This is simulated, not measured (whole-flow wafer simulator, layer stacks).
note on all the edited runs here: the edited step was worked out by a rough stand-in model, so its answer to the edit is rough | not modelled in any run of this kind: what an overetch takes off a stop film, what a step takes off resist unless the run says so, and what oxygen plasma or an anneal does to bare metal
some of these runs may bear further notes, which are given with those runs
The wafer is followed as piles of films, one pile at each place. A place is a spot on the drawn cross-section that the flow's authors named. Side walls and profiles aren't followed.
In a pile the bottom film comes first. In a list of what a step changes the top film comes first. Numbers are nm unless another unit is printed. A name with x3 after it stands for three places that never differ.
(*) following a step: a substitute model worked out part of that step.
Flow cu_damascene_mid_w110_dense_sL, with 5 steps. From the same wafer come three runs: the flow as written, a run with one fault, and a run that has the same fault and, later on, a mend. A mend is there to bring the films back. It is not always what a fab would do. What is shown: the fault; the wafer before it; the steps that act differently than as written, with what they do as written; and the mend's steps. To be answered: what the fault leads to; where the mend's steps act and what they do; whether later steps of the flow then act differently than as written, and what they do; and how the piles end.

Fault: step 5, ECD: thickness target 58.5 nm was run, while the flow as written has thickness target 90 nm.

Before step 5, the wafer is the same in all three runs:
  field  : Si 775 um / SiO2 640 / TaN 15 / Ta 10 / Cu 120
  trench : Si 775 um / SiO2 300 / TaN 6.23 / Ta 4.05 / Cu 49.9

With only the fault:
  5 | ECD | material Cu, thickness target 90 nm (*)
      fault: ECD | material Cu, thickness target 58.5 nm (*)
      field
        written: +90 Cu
        fault: +58.5 Cu
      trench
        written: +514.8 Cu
        fault: +483.3 Cu
  None of the later steps of the flow acts differently than as written at any place that is followed.
  By the end, the piles at field, trench depart from the flow's by more than 2% or 0.5 nm, whichever is larger.
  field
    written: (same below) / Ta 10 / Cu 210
    fault: (same below) / Ta 10 / Cu 178.5
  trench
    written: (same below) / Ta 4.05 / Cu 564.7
    fault: (same below) / Ta 4.05 / Cu 533.2

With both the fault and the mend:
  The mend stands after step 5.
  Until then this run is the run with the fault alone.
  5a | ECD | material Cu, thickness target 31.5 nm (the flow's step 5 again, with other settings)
      field, trench
        +31.5 Cu
  None of the later steps of the flow acts differently than as written at any place that is followed.
  At every place that both follow, the piles at the end match the flow's.
